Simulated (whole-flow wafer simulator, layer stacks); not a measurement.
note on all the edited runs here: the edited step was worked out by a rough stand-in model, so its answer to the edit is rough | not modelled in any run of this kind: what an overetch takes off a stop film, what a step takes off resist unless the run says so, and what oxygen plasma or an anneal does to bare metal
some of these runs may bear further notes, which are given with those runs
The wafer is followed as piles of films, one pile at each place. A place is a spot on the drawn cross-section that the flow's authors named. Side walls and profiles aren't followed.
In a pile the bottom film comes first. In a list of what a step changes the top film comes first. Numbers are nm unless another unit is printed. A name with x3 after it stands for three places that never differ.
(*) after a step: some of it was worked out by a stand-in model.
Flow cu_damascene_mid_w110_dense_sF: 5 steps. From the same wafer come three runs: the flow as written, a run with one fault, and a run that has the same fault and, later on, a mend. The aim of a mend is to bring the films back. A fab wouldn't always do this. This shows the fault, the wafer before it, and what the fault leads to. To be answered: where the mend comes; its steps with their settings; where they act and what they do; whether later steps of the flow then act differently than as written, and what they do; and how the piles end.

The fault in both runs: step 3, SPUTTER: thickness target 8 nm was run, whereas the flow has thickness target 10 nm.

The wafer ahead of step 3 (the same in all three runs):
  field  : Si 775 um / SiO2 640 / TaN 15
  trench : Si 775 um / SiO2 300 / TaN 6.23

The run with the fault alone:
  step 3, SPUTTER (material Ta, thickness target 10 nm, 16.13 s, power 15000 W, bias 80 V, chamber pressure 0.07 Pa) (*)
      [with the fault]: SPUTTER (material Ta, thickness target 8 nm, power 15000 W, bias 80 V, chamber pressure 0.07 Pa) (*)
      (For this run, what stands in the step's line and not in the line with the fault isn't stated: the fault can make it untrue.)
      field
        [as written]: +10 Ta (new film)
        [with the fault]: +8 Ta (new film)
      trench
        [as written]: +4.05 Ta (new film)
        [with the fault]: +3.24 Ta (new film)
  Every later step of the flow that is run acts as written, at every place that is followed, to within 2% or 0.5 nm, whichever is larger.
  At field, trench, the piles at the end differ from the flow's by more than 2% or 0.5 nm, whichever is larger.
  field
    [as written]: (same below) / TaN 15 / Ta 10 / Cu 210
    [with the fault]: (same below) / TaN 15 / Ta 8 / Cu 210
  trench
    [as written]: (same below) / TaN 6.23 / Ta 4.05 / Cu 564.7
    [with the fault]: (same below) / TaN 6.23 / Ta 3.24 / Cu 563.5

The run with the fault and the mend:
  The mend follows step 3.
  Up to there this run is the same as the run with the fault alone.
  step 3a, SPUTTER (material Ta, thickness target 2 nm, power 15000 W, bias 80 V, chamber pressure 0.07 Pa) (*) (a further turn of the flow's step 3, with different settings)
      field
        +2 Ta
      trench
        +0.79 Ta
  Every later step of the flow that is run acts as written, at every place that is followed, to within 2% or 0.5 nm, whichever is larger.
  When the end is reached, the piles differ only a little from the flow's at the places that both follow, at most by 2% or 0.5 nm, whichever is larger.
